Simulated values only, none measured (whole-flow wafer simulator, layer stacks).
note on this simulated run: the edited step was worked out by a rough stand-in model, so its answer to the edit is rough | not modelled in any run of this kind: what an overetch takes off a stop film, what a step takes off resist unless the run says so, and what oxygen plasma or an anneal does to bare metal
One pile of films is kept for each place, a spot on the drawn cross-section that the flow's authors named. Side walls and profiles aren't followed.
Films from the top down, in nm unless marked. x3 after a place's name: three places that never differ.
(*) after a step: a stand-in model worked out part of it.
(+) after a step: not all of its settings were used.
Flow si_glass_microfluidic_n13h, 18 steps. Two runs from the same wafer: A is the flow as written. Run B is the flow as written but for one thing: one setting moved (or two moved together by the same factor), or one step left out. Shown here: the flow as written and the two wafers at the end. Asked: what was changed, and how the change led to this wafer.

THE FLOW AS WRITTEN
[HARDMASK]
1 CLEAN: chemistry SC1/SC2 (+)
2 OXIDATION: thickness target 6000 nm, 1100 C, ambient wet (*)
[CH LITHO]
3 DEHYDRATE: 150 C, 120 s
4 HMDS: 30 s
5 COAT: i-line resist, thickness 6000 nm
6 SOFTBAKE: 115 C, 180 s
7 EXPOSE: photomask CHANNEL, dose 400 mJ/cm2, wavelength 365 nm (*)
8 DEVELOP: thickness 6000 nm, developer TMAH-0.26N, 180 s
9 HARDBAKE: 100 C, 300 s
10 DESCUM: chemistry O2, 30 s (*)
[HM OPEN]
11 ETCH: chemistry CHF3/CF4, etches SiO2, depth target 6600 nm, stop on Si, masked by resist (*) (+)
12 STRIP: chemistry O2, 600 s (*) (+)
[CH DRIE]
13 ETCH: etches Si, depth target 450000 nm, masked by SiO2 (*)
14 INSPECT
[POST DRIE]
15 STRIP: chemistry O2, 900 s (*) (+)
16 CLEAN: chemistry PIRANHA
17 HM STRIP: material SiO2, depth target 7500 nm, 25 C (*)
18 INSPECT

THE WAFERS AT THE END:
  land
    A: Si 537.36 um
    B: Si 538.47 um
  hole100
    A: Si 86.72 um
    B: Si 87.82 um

The cause: step 2, OXIDATION: 935 C was run, where the flow has 1100 C.

How the change led to this, step by step:
  2 OXIDATION: thickness target 6000 nm, 1100 C, ambient wet (*)
      land, hole100: A SiO2 +6000 (new film), chemical SiO2 -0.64 (all of it), Si -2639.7 | B SiO2 +3484.6 (new film), chemical SiO2 -0.64 (all of it), Si -1533
  11 ETCH: chemistry CHF3/CF4, etches SiO2, depth target 6600 nm, stop on Si, masked by resist (*) (+)
      land: A i-line resist -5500 | B i-line resist -4355.8
      hole100: A SiO2 -6000 (all of it) | B SiO2 -3484.6 (all of it)
  12 STRIP: chemistry O2, 600 s (*) (+)
      land: A i-line resist -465 (all of it) | B i-line resist -1609.1 (all of it)
  17 HM STRIP: material SiO2, depth target 7500 nm, 25 C (*)
      land: A SiO2 -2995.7 (all of it) | B SiO2 -480.4 (all of it)
